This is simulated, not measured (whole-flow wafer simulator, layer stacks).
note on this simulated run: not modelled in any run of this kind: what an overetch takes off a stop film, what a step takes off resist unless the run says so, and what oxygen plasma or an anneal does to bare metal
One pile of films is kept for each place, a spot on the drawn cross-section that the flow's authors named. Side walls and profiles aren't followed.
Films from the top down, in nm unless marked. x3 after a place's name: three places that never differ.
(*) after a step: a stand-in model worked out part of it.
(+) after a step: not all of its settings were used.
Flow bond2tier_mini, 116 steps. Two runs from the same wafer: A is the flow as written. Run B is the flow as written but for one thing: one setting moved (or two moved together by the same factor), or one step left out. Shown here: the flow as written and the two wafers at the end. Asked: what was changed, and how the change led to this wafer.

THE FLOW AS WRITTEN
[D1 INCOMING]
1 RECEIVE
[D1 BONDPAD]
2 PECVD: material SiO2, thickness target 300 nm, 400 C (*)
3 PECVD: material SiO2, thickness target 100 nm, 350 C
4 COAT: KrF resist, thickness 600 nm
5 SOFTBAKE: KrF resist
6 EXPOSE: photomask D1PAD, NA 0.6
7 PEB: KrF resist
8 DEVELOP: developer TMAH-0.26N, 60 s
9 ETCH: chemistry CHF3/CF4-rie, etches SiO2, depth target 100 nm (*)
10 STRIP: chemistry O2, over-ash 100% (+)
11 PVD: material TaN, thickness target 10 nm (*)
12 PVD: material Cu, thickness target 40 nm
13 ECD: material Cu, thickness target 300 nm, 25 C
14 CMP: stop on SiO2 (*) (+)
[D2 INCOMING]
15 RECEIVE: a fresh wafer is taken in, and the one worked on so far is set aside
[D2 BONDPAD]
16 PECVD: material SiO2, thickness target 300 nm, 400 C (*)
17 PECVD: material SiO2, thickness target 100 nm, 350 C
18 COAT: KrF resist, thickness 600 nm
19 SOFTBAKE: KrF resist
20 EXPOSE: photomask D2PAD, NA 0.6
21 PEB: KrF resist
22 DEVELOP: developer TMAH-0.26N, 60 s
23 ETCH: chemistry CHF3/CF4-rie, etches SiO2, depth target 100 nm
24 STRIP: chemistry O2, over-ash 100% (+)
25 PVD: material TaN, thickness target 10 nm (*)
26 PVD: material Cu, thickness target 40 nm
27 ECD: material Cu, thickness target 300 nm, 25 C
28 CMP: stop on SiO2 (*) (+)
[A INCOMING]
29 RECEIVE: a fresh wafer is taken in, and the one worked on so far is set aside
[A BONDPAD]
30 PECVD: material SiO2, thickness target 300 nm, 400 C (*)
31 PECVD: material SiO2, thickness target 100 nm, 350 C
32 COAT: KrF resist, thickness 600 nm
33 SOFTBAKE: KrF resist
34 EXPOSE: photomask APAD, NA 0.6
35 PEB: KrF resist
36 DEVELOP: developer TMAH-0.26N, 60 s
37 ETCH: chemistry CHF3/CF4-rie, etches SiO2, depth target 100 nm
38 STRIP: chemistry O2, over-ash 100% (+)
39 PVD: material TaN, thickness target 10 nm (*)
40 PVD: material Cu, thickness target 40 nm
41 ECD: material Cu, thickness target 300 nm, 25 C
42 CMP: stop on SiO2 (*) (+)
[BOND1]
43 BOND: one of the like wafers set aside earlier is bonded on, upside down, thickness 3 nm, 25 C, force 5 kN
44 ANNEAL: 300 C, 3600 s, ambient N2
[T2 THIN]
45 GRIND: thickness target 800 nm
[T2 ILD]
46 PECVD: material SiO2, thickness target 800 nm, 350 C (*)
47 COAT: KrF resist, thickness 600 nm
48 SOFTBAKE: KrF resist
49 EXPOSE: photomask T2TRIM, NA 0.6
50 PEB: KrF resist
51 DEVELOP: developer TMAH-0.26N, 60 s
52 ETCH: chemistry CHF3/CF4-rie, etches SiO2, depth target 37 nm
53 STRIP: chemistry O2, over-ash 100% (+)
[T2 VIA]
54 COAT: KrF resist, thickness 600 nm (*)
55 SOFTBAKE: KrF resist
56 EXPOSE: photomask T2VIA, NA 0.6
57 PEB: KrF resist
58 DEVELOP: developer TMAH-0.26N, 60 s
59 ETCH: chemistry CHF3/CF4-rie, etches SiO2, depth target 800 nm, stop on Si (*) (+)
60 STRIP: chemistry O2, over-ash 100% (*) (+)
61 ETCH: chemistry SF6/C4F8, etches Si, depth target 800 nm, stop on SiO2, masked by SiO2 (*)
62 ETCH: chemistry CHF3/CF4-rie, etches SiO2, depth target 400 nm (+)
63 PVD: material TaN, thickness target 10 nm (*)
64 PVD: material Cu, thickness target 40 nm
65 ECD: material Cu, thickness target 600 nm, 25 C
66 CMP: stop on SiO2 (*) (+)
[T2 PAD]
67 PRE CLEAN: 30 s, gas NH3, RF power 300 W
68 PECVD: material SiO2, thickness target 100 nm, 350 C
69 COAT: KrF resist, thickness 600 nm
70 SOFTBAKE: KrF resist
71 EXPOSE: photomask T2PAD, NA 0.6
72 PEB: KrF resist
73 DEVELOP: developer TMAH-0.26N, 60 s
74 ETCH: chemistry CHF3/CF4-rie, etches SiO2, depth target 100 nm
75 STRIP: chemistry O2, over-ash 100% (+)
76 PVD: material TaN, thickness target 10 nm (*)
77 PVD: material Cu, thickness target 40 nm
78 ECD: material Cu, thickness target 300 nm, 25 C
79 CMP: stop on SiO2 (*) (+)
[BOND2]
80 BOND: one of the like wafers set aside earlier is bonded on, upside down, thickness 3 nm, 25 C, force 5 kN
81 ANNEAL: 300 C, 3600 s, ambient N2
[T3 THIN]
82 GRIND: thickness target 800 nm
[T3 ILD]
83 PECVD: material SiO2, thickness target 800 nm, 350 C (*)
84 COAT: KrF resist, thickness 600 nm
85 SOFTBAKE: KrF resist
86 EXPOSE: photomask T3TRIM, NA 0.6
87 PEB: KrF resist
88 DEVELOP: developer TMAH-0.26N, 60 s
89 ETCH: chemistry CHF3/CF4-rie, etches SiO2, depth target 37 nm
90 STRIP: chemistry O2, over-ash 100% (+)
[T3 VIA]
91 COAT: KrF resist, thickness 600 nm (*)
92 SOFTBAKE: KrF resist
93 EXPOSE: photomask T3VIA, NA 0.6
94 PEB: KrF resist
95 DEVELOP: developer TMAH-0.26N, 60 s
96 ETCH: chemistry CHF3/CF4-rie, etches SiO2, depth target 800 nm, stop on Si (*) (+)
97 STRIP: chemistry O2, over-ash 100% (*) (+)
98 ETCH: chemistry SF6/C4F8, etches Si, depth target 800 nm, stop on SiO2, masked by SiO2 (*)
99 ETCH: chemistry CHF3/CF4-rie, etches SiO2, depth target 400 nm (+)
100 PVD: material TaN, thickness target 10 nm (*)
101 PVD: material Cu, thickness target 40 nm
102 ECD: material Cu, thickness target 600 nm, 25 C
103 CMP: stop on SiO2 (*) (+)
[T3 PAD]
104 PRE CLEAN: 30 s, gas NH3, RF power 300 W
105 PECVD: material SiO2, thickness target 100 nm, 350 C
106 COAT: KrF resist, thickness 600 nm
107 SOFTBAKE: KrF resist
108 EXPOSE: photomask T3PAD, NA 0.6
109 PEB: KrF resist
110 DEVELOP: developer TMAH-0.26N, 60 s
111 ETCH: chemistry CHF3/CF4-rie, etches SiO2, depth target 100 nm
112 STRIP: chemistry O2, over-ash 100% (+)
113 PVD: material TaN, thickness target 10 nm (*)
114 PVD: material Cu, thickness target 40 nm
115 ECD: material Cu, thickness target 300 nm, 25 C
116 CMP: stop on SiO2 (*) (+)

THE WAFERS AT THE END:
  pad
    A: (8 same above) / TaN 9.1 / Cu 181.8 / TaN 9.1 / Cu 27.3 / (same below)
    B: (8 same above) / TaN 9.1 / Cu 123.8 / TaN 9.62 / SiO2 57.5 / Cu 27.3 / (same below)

The cause: step 74, ETCH: depth target 42.5 nm was run, where the flow has depth target 100 nm.

How the change led to this, step by step:
  74 ETCH: chemistry CHF3/CF4-rie, etches SiO2, depth target 100 nm
      pad: A SiO2 -100 (all of it) | B SiO2 -42.5
      field: A KrF resist -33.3 | B KrF resist -14.2
  75 STRIP: chemistry O2, over-ash 100% (+)
      field: A KrF resist -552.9 (all of it) | B KrF resist -572.1 (all of it)
  76 PVD: material TaN, thickness target 10 nm (*)
      pad: A TaN +9.1 (new film) | B TaN +9.62 (new film)
  77 PVD: material Cu, thickness target 40 nm
      pad: A Cu +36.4 (new film) | B Cu +38.5 (new film)
  78 ECD: material Cu, thickness target 300 nm, 25 C
      pad: A Cu +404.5 | B Cu +344.4
Counting metal films that touch as one body, pad has 4 bodies (between them, from the top down: SiO2 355 / Si 800 / chemical SiO2 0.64 / SiO2 300; SiO2 57.5; SiO2 355 / Si 800 / chemical SiO2 0.64 / SiO2 300); the flow as written gives 3 bodies (between them, from the top down: SiO2 355 / Si 800 / chemical SiO2 0.64 / SiO2 300; SiO2 355 / Si 800 / chemical SiO2 0.64 / SiO2 300).
